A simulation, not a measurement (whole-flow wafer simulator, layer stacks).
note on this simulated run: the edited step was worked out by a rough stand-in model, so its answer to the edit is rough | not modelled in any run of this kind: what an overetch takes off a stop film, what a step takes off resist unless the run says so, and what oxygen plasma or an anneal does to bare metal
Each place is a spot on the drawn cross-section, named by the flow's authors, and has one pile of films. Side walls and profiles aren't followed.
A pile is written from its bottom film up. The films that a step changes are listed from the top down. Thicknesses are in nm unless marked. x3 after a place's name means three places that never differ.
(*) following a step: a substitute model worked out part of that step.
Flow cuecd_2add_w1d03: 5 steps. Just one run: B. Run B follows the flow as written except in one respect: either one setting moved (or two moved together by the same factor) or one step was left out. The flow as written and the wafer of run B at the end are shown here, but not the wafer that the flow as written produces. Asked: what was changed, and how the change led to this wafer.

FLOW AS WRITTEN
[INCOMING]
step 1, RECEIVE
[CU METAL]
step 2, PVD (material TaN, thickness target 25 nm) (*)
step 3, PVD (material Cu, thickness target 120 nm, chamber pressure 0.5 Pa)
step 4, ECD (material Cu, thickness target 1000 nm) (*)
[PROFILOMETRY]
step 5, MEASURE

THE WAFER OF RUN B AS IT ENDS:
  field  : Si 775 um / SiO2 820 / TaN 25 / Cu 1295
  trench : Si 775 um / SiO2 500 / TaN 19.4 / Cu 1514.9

Cause: step 4, ECD: thickness target 1175 nm was run, while the flow as written has thickness target 1000 nm.

Step by step, how the change led to this:
  step 4, ECD (material Cu, thickness target 1000 nm) (*)
      field: Cu gains 1175 (it would be, as written: Cu gains 1000)
      trench: Cu gains 1421.4 (it would be, as written: Cu gains 1226.8)
